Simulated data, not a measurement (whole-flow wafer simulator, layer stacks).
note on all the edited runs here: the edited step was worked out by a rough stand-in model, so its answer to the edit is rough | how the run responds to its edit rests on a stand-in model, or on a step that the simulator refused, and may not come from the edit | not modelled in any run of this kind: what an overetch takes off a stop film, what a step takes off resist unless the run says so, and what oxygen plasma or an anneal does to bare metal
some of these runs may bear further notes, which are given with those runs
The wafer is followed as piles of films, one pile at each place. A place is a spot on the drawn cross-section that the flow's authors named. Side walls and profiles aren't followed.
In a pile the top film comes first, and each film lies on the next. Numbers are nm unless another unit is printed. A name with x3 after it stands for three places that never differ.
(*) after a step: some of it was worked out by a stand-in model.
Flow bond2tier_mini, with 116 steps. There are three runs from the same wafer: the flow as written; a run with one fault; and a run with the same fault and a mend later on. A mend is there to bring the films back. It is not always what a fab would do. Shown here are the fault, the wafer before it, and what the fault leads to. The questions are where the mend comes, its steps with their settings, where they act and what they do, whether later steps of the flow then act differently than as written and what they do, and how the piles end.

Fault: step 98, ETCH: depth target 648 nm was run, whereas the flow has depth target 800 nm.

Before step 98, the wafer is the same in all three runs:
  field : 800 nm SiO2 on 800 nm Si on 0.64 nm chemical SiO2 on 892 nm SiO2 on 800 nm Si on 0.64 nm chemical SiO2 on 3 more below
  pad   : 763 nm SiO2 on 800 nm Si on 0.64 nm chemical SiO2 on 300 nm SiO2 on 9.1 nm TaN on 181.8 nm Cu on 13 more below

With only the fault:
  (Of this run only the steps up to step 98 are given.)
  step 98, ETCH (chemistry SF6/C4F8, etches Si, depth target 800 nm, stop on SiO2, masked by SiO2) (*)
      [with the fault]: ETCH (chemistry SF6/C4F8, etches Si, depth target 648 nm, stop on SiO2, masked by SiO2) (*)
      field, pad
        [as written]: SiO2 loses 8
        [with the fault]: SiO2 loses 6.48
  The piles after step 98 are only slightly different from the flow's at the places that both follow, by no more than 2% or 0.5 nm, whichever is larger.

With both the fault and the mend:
  The mend stands after step 98.
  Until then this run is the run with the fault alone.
  step 98a, ETCH (chemistry SF6/C4F8, etches Si, depth target 152 nm, stop on SiO2, masked by SiO2) (*) (the flow's step 98 again, with other settings)
      field, pad
        SiO2 loses 1.52
  None of the later steps of the flow acts differently than as written at any place that is followed.
  The piles end the same as the flow's at every place that both follow.
